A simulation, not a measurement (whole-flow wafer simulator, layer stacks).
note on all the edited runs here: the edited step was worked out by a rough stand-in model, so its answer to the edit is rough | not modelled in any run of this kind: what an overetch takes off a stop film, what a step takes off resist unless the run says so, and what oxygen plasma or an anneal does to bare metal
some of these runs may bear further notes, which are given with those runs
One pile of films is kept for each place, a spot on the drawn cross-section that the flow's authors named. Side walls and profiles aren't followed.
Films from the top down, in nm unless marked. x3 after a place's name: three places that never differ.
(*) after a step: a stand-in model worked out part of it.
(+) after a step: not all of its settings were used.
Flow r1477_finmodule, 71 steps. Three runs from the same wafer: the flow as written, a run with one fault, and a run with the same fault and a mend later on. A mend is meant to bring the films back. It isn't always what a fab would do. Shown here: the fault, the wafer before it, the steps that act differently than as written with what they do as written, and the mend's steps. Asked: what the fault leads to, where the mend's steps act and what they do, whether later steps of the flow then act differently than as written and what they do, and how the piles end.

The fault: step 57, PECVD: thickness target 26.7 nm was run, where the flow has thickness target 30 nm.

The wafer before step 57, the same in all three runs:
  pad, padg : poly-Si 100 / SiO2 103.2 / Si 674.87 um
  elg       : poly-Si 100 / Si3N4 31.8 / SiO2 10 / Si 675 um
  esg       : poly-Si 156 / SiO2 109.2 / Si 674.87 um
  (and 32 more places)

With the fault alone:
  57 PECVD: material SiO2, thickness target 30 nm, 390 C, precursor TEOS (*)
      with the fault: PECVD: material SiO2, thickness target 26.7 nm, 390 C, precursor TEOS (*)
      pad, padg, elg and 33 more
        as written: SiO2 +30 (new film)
        with the fault: SiO2 +26.7 (new film)
  Later steps of the flow that act differently than as written (1 more step differs only slightly, by at most 2% or 0.5 nm, whichever is larger, and isn't shown):
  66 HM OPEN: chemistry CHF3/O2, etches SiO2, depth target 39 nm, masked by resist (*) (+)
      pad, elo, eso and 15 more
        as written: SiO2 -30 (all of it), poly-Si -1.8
        with the fault: SiO2 -26.7 (all of it), poly-Si -2.46
  At the end the piles differ from the flow's by more than 2% or 0.5 nm, whichever is larger, at padg, elg, esg and 15 more.
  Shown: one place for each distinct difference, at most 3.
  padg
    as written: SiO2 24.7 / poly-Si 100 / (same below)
    with the fault: SiO2 21.4 / poly-Si 100 / (same below)
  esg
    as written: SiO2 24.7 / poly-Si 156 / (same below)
    with the fault: SiO2 21.4 / poly-Si 156 / (same below)
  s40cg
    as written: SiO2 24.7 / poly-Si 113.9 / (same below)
    with the fault: SiO2 21.4 / poly-Si 113.9 / (same below)

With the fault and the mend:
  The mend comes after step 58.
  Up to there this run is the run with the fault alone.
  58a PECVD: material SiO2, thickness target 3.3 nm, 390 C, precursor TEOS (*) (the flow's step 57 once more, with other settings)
      pad, padg, elg and 33 more
        SiO2 +3.3
  No later step of the flow acts differently than as written at any place that is followed.
  At the end the piles are the same as the flow's at every place that both follow.
